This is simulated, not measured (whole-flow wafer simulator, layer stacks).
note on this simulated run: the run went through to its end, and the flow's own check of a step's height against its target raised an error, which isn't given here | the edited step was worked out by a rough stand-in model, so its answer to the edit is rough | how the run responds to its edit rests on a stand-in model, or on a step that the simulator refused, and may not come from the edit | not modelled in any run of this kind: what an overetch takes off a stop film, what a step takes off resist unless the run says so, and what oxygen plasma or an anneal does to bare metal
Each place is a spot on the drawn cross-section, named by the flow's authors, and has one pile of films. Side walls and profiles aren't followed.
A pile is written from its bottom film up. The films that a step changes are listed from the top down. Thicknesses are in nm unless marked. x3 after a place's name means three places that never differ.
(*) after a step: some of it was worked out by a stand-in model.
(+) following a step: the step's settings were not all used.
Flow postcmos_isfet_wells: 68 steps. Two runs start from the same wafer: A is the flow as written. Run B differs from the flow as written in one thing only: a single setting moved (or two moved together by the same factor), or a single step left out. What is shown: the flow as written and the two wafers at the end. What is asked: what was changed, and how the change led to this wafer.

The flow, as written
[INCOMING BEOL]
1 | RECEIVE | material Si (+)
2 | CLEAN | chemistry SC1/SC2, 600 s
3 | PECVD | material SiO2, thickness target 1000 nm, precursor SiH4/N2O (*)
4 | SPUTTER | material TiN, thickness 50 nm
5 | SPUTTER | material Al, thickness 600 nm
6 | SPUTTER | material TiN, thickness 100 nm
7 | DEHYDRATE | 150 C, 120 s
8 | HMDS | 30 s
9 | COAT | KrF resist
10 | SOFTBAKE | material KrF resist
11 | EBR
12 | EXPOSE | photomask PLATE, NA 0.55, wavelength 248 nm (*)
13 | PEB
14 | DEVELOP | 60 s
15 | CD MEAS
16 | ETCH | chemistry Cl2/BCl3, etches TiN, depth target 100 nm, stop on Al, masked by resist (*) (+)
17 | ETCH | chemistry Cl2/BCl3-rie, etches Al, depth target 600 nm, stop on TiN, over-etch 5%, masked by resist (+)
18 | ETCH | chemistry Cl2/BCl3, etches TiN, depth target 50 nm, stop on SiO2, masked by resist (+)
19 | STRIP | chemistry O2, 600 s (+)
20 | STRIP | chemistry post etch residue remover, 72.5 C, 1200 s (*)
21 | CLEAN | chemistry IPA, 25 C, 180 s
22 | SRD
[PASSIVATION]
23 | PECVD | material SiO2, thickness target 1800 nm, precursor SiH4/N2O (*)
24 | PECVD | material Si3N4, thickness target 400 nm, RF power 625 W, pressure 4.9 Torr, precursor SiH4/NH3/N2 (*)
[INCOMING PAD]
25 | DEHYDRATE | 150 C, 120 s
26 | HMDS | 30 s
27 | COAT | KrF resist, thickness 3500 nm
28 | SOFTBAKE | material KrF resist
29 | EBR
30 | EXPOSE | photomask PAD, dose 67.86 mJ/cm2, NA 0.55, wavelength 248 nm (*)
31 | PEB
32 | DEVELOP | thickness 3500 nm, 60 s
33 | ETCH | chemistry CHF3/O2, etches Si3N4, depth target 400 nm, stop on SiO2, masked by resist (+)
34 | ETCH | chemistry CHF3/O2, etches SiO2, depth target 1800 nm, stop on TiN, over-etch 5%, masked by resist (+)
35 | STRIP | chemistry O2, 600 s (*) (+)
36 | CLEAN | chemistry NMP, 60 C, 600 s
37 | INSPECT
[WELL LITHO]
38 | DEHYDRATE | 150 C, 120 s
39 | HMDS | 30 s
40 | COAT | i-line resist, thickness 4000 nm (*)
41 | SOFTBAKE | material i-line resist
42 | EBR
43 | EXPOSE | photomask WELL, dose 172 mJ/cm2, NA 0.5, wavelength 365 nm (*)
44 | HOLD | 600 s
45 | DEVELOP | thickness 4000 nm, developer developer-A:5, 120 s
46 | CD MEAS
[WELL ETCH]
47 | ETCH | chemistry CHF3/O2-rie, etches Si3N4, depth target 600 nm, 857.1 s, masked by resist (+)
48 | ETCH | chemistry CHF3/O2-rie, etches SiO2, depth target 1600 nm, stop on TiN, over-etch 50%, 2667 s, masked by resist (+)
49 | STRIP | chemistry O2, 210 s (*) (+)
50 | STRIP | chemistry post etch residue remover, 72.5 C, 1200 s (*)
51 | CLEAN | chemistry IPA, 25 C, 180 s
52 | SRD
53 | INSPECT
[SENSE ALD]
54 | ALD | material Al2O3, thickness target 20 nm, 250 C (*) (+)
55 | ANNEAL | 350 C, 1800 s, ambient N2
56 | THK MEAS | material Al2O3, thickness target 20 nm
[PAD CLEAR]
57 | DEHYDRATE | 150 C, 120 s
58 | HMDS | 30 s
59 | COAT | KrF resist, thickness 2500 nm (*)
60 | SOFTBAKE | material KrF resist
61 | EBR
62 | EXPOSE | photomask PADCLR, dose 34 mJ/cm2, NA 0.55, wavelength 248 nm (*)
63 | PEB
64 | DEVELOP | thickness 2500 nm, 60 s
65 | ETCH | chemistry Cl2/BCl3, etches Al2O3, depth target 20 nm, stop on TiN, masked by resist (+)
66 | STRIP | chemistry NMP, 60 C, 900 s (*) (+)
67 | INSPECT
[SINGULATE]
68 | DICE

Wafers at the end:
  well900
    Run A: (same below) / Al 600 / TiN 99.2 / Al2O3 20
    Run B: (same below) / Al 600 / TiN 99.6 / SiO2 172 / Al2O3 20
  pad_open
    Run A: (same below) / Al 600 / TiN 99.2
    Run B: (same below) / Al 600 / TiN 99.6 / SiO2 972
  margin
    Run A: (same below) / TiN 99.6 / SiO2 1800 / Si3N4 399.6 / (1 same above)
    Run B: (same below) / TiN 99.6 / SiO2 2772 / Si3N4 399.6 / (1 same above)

Cause: step 23, PECVD: thickness target 2772 nm was run, while the flow as written has thickness target 1800 nm.
One can read it off the wafer: margin has SiO2 2772, and step 23 as written asks for 1800 nm.

How this came from the change, step by step:
  23 | PECVD | material SiO2, thickness target 1800 nm, precursor SiH4/N2O (*)
      margin, well900, well1300 x3, pad_rim, pad_clr, pad_open: A SiO2 gains 1800 (new film) | B SiO2 gains 2772 (new film)
      field: A SiO2 gains 1800 (new film), void gains 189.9 (new film), SiO2 gains 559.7 | B SiO2 gains 2772 (new film), void gains 189.7 (new film), SiO2 gains 559.8
  34 | ETCH | chemistry CHF3/O2, etches SiO2, depth target 1800 nm, stop on TiN, over-etch 5%, masked by resist (+)
      pad_open: A SiO2 loses 1800 (all of it) | B SiO2 loses 1800
  48 | ETCH | chemistry CHF3/O2-rie, etches SiO2, depth target 1600 nm, stop on TiN, over-etch 50%, 2667 s, masked by resist (+)
      well900, well1300 x3: A SiO2 loses 1600 (all of it) | B SiO2 loses 2400
  59 | COAT | KrF resist, thickness 2500 nm (*)
      field: A KrF resist gains 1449 (new film) | B KrF resist gains 1067 (new film)
      margin: A KrF resist gains 1448.9 (new film) | B KrF resist gains 1066.9 (new film)
  63 | PEB
      field, margin: A KrF resist loses 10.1 | B KrF resist loses 7.38
  66 | STRIP | chemistry NMP, 60 C, 900 s (*) (+)
      field: A KrF resist loses 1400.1 (all of it) | B KrF resist loses 1020.9 (all of it)
      margin: A KrF resist loses 1400.1 (all of it) | B KrF resist loses 1020.8 (all of it)
